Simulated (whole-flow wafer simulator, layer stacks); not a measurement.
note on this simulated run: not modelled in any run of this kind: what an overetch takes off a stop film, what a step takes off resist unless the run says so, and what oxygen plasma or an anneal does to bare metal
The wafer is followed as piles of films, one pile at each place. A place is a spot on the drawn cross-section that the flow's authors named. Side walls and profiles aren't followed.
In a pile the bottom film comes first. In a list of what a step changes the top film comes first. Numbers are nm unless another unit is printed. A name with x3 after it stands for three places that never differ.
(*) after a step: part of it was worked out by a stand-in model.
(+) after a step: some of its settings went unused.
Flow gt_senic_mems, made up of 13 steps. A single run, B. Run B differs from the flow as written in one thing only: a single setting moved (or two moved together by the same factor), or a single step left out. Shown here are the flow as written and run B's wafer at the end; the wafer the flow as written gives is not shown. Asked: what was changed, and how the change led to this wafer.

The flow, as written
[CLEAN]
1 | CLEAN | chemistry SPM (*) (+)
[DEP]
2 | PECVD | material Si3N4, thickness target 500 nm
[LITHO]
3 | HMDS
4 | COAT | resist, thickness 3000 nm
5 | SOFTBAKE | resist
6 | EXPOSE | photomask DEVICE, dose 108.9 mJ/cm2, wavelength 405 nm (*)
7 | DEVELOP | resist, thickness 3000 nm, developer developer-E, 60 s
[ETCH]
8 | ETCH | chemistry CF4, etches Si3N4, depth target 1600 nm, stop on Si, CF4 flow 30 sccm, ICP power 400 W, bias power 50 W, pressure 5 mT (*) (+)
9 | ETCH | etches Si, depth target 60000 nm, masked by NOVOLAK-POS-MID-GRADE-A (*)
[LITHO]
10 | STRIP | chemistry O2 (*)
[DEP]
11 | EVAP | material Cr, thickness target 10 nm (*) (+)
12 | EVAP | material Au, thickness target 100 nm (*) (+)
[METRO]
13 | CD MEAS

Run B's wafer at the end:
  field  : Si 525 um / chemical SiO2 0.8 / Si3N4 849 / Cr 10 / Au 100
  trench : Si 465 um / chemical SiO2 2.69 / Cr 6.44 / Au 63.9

The reason: step 2, PECVD: thickness target 849 nm was run, though the flow has thickness target 500 nm.
The wafer itself shows it: field has Si3N4 849, and step 2 as written asks for 500 nm.

How this came from the change, step by step:
  2 | PECVD | material Si3N4, thickness target 500 nm
      field, trench: Si3N4 gains 849 (new film) (it would be, as written: Si3N4 gains 500 (new film))
  8 | ETCH | chemistry CF4, etches Si3N4, depth target 1600 nm, stop on Si, CF4 flow 30 sccm, ICP power 400 W, bias power 50 W, pressure 5 mT (*) (+)
      field: resist loses 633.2 (it would be, as written: resist loses 400.5)
      trench: Si3N4 loses 849 (all of it), chemical SiO2 loses 0.8 (all of it) (it would be, as written: Si3N4 loses 500 (all of it), chemical SiO2 loses 0.8 (all of it))
  10 | STRIP | chemistry O2 (*)
      field: resist loses 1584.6 (all of it) (it would be, as written: resist loses 1817.3 (all of it))
